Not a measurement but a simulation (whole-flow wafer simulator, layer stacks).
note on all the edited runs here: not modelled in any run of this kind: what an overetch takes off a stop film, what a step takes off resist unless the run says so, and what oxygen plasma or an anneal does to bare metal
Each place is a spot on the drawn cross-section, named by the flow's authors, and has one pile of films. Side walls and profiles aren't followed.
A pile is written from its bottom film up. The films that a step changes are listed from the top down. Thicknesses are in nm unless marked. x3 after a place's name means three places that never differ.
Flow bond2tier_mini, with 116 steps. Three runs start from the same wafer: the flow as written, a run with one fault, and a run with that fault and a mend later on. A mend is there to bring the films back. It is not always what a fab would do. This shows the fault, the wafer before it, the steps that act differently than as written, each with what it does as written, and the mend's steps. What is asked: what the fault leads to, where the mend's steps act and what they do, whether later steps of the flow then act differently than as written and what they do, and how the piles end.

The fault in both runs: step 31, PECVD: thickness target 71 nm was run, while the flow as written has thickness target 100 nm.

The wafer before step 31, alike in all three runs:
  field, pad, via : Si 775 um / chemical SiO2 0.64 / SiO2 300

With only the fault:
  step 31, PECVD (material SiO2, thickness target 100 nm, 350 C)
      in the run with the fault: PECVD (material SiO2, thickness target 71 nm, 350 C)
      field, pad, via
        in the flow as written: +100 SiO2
        in the run with the fault: +71 SiO2
  None of the later steps of the flow acts differently than as written at any place that is followed.
  At field, pad, the piles at the end differ from the flow's by more than 2% or 0.5 nm, whichever is larger.
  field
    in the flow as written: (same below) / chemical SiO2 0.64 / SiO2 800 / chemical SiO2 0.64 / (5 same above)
    in the run with the fault: (same below) / chemical SiO2 0.64 / SiO2 771 / chemical SiO2 0.64 / (5 same above)
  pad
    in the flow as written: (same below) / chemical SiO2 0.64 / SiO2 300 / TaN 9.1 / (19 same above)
    in the run with the fault: (same below) / chemical SiO2 0.64 / SiO2 271 / TaN 9.1 / (19 same above)

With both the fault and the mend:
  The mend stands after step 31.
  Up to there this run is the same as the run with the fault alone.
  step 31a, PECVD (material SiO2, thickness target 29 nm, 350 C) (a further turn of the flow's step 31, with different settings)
      field, pad, via
        +29 SiO2
  None of the later steps of the flow acts differently than as written at any place that is followed.
  By the end, the piles equal the flow's at every place that both follow.
